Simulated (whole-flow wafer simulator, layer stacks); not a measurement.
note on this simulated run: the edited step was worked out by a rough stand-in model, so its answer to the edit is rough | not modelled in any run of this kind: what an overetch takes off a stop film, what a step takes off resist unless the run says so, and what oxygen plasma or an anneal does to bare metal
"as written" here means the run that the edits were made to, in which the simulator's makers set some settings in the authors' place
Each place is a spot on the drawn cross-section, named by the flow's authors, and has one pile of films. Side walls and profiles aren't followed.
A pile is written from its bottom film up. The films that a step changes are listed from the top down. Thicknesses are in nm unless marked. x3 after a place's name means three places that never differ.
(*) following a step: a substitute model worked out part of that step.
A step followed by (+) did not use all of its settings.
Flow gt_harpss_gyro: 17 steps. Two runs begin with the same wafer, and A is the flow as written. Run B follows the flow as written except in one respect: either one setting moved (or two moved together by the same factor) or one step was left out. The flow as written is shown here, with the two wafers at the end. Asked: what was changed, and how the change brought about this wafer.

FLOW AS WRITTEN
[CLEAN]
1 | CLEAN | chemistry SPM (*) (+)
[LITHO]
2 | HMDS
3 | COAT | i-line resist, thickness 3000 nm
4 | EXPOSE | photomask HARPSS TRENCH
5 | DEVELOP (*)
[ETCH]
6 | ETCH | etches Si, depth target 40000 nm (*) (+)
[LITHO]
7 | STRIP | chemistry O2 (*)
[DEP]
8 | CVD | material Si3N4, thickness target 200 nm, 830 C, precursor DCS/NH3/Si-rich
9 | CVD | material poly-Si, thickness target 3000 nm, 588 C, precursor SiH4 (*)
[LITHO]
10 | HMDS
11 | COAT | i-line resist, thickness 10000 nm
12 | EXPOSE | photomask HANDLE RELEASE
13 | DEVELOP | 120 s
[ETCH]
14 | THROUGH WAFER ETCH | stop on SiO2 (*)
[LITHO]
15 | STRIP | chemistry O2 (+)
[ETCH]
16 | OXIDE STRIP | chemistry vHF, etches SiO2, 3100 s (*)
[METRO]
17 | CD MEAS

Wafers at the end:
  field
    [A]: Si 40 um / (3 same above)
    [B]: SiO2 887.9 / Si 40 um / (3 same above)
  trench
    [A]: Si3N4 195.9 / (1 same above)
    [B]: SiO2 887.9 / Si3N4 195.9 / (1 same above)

What caused this: step 16, OXIDE STRIP: 1435 s was run, whereas the flow has 3100 s.

How this came from the change, step by step:
  16 | OXIDE STRIP | chemistry vHF, etches SiO2, 3100 s (*)
      field: A under 4 films: SiO2 loses 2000 (all of it) | B under 4 films: SiO2 loses 1112.1
      trench: A under 2 films: SiO2 loses 2000 (all of it) | B under 2 films: SiO2 loses 1112.1
